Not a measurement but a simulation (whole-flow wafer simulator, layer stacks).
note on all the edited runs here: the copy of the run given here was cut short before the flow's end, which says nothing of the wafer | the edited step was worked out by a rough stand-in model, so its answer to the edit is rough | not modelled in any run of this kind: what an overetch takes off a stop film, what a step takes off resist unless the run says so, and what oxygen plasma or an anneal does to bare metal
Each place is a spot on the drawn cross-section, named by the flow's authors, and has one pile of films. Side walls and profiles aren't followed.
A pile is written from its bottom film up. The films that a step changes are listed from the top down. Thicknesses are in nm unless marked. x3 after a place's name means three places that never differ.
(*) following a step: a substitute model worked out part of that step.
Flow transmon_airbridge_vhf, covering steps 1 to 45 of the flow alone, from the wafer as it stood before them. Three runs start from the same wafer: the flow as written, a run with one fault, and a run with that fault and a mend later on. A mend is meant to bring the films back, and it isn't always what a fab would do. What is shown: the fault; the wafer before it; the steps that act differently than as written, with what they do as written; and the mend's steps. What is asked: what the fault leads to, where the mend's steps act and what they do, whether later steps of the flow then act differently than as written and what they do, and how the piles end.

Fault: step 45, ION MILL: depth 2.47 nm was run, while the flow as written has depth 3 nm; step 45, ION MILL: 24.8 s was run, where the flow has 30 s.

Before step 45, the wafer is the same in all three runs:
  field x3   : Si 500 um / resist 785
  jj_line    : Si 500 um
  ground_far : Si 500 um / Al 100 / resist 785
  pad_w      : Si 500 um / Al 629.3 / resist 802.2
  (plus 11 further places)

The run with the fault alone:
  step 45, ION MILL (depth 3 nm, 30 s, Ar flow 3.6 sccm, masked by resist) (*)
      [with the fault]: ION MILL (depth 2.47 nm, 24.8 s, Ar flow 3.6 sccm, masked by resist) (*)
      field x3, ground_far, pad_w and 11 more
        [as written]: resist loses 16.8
        [with the fault]: resist loses 13.9
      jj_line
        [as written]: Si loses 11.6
        [with the fault]: Si loses 9.62
  Later steps of the flow that are run all act as written at every place that is followed.
  The piles end only slightly different from the flow's at the places that both follow, by no more than 2% or 0.5 nm, whichever is larger.

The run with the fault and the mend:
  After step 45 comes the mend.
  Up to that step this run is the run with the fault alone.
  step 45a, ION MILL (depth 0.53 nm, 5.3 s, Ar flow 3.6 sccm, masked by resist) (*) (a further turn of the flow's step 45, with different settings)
      field x3, ground_far, pad_w and 11 more
        resist loses 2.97
      jj_line
        Si loses 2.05
  Later steps of the flow that are run all act as written at every place that is followed.
  The piles end only slightly different from the flow's at the places that both follow, by no more than 2% or 0.5 nm, whichever is larger.
